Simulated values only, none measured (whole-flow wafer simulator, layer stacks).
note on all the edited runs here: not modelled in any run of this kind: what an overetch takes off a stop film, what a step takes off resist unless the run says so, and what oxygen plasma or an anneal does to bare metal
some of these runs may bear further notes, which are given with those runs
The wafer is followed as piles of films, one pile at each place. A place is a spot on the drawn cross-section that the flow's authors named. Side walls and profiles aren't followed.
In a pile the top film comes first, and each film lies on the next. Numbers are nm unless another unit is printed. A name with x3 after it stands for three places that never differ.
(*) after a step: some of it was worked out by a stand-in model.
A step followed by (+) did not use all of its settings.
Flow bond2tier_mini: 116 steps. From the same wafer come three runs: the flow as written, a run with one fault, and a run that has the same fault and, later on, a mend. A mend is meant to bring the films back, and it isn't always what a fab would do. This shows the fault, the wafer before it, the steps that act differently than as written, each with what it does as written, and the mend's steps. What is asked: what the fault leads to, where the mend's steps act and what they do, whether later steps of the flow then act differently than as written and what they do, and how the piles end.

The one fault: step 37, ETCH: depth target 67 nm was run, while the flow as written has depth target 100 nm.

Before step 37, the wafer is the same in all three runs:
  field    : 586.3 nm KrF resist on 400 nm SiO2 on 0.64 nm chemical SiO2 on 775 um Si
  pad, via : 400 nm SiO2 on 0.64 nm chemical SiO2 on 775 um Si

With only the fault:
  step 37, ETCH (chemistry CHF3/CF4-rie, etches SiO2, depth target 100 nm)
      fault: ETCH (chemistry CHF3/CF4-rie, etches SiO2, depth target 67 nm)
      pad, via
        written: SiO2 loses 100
        fault: SiO2 loses 67
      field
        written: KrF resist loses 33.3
        fault: KrF resist loses 22.3
  Later steps of the flow acting differently than as written (2 more steps, not shown, differ only slightly: by at most 2% or 0.5 nm, whichever is larger):
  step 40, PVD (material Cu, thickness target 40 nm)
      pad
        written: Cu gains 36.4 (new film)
        fault: Cu gains 37.6 (new film)
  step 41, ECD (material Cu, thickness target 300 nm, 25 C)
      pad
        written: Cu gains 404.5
        fault: Cu gains 370
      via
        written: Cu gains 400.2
        fault: Cu gains 367.1
  The piles end different from the flow's at pad by more than 2% or 0.5 nm, whichever is larger.
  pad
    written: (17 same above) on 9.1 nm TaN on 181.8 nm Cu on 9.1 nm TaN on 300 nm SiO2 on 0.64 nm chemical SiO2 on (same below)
    fault: (17 same above) on 9.1 nm TaN on 148.5 nm Cu on 9.39 nm TaN on 333 nm SiO2 on 0.64 nm chemical SiO2 on (same below)

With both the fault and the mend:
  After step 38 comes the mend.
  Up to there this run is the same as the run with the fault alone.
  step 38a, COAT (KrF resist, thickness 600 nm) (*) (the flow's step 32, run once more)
      field
        KrF resist gains 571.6 (new film)
      pad
        KrF resist gains 629.6 (new film)
      via
        KrF resist gains 626 (new film)
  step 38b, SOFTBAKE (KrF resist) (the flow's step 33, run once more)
      alters no film at any place that is followed
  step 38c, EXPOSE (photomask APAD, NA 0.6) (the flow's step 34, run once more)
      alters no film at any place that is followed
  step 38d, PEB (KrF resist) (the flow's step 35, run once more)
      alters no film at any place that is followed
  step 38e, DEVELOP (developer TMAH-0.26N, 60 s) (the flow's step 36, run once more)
      field
        KrF resist loses 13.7
      pad
        KrF resist loses 629.6 (all of it)
      via
        KrF resist loses 626 (all of it)
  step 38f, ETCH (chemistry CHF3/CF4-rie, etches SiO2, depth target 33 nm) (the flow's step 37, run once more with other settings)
      pad, via
        SiO2 loses 33
      field
        KrF resist loses 11
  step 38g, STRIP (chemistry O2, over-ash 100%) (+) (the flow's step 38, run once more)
      field
        KrF resist loses 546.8 (all of it)
  None of the later steps of the flow acts differently than as written at any place that is followed.
  By the end, the piles equal the flow's at every place that both follow.
